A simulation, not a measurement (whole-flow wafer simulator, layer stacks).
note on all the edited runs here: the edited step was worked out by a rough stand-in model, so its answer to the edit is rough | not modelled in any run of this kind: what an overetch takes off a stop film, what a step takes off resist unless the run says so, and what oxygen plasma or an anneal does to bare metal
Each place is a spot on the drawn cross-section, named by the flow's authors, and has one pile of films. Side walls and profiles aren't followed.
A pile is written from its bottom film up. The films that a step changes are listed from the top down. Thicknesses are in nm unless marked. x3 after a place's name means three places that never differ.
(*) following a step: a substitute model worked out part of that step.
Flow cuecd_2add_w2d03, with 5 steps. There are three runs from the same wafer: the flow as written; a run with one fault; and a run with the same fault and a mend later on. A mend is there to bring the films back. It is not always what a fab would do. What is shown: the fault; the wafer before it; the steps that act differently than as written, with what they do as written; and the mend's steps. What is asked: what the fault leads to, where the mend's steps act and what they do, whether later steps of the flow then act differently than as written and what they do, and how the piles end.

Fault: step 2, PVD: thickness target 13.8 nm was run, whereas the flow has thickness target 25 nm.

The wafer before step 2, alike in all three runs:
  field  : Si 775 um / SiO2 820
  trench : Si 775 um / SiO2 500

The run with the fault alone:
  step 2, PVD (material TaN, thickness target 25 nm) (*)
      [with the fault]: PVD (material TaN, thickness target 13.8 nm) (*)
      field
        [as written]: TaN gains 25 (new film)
        [with the fault]: TaN gains 13.8 (new film)
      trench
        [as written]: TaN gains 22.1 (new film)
        [with the fault]: TaN gains 12.2 (new film)
  Every later step of the flow that is run acts as written, at every place that is followed, to within 2% or 0.5 nm, whichever is larger.
  At field, trench, the piles at the end differ from the flow's by more than 2% or 0.5 nm, whichever is larger.
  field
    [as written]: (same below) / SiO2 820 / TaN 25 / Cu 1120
    [with the fault]: (same below) / SiO2 820 / TaN 13.8 / Cu 1120
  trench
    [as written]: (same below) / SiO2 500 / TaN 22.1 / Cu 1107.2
    [with the fault]: (same below) / SiO2 500 / TaN 12.2 / Cu 1107.3

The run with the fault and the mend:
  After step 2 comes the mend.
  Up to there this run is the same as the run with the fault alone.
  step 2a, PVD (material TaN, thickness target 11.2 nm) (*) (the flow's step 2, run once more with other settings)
      field
        TaN gains 11.2
      trench
        TaN gains 9.89
  Every later step of the flow that is run acts as written at every place that is followed.
  By the end, the piles equal the flow's at every place that both follow.
